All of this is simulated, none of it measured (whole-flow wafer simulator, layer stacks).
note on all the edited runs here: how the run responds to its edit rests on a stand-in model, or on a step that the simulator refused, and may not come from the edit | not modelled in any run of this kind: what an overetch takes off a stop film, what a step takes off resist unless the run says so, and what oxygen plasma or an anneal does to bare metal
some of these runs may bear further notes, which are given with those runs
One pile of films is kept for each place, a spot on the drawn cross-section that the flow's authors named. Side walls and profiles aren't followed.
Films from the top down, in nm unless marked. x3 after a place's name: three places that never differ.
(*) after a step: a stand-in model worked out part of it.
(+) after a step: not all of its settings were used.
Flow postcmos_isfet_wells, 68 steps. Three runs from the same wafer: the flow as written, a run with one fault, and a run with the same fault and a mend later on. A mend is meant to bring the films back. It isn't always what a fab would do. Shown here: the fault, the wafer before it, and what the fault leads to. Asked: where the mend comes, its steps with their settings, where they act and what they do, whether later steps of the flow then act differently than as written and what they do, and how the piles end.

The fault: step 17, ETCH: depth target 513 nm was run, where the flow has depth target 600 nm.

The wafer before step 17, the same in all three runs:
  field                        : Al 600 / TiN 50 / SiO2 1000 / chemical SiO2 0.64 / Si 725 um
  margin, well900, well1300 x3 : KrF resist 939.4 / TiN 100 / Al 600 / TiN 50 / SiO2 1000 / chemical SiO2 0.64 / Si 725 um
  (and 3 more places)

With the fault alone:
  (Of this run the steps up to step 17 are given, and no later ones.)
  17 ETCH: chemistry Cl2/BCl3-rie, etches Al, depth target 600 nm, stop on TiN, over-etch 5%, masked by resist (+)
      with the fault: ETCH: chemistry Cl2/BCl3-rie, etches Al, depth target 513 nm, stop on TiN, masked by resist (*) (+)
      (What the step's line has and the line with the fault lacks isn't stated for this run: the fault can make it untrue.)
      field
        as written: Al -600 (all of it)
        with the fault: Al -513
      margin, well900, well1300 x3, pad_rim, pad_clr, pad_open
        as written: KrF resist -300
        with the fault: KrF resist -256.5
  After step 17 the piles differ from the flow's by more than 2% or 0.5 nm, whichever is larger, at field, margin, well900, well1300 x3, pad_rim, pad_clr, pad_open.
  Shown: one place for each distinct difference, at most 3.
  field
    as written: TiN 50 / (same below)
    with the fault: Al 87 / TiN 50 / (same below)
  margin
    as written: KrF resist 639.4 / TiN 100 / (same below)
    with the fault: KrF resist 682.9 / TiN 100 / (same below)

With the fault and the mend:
  The mend comes after step 17.
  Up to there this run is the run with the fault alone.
  17a ETCH: chemistry Cl2/BCl3-rie, etches Al, depth target 87 nm, stop on TiN, over-etch 5%, masked by resist (the flow's step 17 once more, with other settings)
      margin, well900, well1300 x3, pad_rim, pad_clr, pad_open
        KrF resist -43.5
      field
        Al -87 (all of it)
  No later step of the flow acts differently than as written at any place that is followed.
  At the end the piles are the same as the flow's at every place that both follow.
